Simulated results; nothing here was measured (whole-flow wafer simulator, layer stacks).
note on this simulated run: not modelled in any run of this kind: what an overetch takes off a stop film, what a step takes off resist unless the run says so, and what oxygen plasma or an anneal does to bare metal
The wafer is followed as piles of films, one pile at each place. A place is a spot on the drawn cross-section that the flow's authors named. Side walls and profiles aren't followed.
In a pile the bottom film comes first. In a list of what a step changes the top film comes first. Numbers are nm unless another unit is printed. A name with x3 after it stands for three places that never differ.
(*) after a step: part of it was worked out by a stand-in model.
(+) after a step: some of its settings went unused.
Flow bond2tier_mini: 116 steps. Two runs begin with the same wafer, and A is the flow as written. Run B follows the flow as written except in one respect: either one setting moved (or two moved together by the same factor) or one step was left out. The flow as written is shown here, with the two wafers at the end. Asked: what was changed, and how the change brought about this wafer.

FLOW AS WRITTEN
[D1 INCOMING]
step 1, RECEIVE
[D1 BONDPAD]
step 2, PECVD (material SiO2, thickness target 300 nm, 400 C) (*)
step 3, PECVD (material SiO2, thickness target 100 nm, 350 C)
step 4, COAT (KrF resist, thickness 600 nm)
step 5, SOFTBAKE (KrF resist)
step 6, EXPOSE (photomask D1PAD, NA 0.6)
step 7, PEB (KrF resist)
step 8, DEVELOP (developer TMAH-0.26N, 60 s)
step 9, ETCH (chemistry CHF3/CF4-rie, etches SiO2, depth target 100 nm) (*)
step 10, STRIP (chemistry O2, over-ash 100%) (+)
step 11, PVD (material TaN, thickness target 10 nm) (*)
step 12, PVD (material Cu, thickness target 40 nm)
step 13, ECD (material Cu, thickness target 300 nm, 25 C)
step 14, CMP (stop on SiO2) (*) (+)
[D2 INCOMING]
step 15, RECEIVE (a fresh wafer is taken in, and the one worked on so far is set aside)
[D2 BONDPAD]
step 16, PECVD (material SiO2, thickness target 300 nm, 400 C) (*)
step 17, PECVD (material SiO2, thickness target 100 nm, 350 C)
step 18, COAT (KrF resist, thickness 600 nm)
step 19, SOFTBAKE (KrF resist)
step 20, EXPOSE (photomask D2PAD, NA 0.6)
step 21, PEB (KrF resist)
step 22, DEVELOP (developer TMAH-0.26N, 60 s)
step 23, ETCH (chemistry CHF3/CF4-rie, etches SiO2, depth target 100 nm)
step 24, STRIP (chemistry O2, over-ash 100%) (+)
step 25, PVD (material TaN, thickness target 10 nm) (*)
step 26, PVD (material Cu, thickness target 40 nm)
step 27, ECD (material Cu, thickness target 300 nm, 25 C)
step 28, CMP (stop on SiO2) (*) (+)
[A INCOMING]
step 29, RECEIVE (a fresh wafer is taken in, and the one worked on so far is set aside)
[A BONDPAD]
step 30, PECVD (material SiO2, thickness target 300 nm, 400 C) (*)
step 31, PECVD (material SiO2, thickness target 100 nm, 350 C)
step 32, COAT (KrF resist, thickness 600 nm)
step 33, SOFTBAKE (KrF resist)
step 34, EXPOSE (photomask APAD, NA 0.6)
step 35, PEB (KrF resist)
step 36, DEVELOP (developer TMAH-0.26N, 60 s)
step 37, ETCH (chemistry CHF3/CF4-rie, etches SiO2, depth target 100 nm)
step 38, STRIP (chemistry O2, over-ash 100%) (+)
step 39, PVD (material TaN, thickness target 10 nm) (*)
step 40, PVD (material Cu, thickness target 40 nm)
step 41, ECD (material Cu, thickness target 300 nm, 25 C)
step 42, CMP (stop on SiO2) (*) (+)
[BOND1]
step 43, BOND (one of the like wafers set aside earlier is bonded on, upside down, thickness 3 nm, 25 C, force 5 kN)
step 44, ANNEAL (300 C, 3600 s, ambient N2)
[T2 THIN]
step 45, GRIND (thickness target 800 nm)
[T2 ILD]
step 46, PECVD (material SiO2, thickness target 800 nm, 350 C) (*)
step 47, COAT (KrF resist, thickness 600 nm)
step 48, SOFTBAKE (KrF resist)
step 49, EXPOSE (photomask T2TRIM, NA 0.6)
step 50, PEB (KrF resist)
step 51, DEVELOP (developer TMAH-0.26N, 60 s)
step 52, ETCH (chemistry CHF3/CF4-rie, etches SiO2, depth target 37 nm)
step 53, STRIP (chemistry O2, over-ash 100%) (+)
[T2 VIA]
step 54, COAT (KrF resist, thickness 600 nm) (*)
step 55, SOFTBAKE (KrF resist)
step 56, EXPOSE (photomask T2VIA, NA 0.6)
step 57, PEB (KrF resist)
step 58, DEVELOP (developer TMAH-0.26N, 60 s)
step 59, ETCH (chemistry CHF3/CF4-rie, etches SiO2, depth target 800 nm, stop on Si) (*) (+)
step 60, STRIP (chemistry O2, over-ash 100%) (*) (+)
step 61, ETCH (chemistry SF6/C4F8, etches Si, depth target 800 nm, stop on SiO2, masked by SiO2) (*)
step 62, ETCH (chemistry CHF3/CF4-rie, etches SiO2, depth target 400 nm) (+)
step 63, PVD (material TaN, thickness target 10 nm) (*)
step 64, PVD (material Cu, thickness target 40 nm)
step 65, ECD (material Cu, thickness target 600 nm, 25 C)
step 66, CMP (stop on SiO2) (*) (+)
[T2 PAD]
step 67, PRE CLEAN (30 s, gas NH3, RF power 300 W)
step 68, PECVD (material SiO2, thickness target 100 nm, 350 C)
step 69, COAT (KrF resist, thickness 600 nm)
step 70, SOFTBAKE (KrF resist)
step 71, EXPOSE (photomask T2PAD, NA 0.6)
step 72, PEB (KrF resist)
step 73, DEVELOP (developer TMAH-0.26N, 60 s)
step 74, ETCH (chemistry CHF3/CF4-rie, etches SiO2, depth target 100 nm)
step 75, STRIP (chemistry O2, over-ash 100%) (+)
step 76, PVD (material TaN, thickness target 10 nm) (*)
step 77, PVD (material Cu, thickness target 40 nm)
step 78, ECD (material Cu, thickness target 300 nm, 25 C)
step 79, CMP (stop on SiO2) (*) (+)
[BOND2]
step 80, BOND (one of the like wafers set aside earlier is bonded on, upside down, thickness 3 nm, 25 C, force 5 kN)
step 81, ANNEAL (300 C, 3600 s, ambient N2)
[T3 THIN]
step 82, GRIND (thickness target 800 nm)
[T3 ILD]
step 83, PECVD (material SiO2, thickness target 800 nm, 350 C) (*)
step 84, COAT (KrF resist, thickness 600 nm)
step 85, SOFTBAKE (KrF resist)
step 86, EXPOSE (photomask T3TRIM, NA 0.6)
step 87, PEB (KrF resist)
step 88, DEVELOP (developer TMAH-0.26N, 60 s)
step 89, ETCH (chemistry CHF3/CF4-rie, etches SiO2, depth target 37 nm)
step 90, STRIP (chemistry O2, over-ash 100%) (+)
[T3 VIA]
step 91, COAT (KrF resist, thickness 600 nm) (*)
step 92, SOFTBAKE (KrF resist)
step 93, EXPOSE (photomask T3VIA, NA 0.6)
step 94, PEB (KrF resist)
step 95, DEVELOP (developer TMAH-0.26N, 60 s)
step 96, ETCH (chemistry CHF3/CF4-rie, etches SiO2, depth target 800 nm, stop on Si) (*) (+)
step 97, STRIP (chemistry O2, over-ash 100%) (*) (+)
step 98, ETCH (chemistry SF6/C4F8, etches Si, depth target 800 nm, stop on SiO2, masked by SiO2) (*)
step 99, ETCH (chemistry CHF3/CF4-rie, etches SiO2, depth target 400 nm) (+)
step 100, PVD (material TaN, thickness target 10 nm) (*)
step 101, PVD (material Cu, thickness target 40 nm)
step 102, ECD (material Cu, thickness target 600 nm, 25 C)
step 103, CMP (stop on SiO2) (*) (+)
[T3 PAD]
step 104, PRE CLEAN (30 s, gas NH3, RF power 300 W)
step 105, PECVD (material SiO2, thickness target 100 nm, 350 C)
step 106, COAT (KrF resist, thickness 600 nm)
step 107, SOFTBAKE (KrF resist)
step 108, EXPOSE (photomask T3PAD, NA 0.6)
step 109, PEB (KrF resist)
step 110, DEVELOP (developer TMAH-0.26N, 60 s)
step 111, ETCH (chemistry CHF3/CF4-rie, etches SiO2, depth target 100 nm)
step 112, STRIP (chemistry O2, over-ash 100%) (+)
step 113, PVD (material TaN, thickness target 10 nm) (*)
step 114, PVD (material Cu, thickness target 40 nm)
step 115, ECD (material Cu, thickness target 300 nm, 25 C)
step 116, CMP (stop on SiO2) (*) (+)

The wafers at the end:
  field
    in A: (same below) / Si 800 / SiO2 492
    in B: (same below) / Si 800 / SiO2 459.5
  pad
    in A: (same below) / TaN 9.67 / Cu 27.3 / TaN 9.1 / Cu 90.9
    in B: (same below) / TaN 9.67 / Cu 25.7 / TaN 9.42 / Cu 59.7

Cause: step 105, PECVD: thickness target 67.5 nm was run, though the flow has thickness target 100 nm.

The path from the change to this, step by step:
  step 105, PECVD (material SiO2, thickness target 100 nm, 350 C)
      field: A SiO2 gains 100 | B SiO2 gains 67.5
      pad: A SiO2 gains 100 (new film) | B SiO2 gains 67.5 (new film)
  step 111, ETCH (chemistry CHF3/CF4-rie, etches SiO2, depth target 100 nm)
      pad: A SiO2 loses 100 (all of it) | B SiO2 loses 67.5 (all of it), Cu loses 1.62
  step 114, PVD (material Cu, thickness target 40 nm)
      pad: A Cu gains 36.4 (new film) | B Cu gains 37.5 (new film)
  step 115, ECD (material Cu, thickness target 300 nm, 25 C)
      pad: A Cu gains 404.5 | B Cu gains 372.2
